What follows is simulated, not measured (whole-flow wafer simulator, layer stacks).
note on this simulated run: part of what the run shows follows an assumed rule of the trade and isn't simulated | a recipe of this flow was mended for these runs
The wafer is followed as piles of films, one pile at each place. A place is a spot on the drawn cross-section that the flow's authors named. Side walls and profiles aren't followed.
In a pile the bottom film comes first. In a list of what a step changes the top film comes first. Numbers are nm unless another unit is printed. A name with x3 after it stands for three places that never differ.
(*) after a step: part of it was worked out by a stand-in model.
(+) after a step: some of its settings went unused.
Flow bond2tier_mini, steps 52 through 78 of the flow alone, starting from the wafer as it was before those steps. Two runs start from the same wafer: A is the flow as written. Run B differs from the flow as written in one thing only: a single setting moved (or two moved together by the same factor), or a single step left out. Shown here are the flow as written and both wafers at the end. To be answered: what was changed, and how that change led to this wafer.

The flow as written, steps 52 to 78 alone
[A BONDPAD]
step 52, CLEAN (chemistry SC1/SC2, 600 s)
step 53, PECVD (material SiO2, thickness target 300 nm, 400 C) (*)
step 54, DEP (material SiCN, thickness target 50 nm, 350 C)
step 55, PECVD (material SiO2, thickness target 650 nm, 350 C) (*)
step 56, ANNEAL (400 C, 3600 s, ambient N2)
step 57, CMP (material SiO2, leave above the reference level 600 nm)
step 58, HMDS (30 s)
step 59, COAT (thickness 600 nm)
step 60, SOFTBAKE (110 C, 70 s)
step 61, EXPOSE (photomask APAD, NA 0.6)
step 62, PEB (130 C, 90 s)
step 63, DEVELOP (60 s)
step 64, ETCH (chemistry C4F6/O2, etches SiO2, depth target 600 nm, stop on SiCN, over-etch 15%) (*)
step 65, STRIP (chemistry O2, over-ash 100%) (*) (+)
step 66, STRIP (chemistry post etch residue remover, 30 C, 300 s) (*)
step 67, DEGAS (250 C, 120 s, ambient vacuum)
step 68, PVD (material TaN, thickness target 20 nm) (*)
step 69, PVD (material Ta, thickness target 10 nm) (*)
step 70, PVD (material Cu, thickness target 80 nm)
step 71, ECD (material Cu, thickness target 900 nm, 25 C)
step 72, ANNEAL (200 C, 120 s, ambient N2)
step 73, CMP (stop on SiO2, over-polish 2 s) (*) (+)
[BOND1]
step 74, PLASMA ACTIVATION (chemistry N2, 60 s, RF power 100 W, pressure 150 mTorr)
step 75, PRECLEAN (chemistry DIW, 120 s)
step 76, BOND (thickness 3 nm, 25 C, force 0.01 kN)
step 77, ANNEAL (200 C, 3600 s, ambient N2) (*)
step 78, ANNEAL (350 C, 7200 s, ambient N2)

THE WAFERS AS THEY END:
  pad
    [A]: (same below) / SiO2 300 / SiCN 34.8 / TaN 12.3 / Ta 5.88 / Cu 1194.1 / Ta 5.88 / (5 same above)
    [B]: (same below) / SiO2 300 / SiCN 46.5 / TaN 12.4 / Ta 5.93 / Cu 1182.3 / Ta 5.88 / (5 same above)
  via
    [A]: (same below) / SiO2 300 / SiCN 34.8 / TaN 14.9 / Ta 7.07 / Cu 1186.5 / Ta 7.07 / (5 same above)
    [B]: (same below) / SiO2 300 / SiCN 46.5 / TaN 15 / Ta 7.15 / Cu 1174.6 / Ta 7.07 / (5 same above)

The reason: step 64, ETCH: depth target 540 nm was run, though the flow has depth target 600 nm.

How this came from the change, step by step:
  step 64, ETCH (chemistry C4F6/O2, etches SiO2, depth target 600 nm, stop on SiCN, over-etch 15%) (*)
      pad, via: A SiO2 loses 600 (all of it), SiCN loses 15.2 | B SiO2 loses 600 (all of it), SiCN loses 3.54
      field: A thick-KrF-resist loses 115 | B thick-KrF-resist loses 103.5
  step 65, STRIP (chemistry O2, over-ash 100%) (*) (+)
      field: A thick-KrF-resist loses 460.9 (all of it) | B thick-KrF-resist loses 472.4 (all of it)
